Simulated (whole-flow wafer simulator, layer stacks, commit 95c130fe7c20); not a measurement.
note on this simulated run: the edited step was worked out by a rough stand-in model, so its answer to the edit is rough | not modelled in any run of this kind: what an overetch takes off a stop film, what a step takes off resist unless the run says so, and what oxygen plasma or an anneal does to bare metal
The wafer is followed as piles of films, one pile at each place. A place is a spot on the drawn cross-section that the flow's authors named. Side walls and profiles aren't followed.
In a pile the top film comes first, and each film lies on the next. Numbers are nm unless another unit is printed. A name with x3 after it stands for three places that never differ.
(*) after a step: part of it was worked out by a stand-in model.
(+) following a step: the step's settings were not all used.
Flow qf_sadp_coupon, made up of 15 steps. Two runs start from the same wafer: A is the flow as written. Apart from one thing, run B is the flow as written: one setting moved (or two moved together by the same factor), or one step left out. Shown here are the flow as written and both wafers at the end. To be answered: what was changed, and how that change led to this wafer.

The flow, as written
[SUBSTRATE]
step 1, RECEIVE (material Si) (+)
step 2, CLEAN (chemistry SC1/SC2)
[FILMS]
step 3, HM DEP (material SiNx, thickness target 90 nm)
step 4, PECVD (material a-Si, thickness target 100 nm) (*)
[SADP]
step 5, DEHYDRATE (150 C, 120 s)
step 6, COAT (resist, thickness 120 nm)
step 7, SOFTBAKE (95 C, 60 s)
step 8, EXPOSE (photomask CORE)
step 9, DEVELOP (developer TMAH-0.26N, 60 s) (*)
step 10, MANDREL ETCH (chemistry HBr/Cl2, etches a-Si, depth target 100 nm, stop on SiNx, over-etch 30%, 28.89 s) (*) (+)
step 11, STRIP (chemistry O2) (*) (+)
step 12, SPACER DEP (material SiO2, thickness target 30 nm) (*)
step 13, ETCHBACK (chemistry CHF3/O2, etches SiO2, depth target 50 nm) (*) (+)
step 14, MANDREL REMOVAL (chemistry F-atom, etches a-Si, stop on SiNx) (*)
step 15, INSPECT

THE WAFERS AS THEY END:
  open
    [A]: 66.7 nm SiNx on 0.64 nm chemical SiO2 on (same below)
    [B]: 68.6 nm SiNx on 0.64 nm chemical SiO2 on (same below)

What caused this: step 4, PECVD: thickness target 113.7 nm was run, whereas the flow has thickness target 100 nm.

Step by step, how the change led to this:
  step 4, PECVD (material a-Si, thickness target 100 nm) (*)
      m, open: A a-Si gains 100 (new film) | B a-Si gains 113.7 (new film)
  step 10, MANDREL ETCH (chemistry HBr/Cl2, etches a-Si, depth target 100 nm, stop on SiNx, over-etch 30%, 28.89 s) (*) (+)
      open: A a-Si loses 100 (all of it), SiNx loses 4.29 | B a-Si loses 113.7 (all of it), SiNx loses 2.33
  step 14, MANDREL REMOVAL (chemistry F-atom, etches a-Si, stop on SiNx) (*)
      m: A a-Si loses 95.8 (all of it) | B a-Si loses 109.5 (all of it)
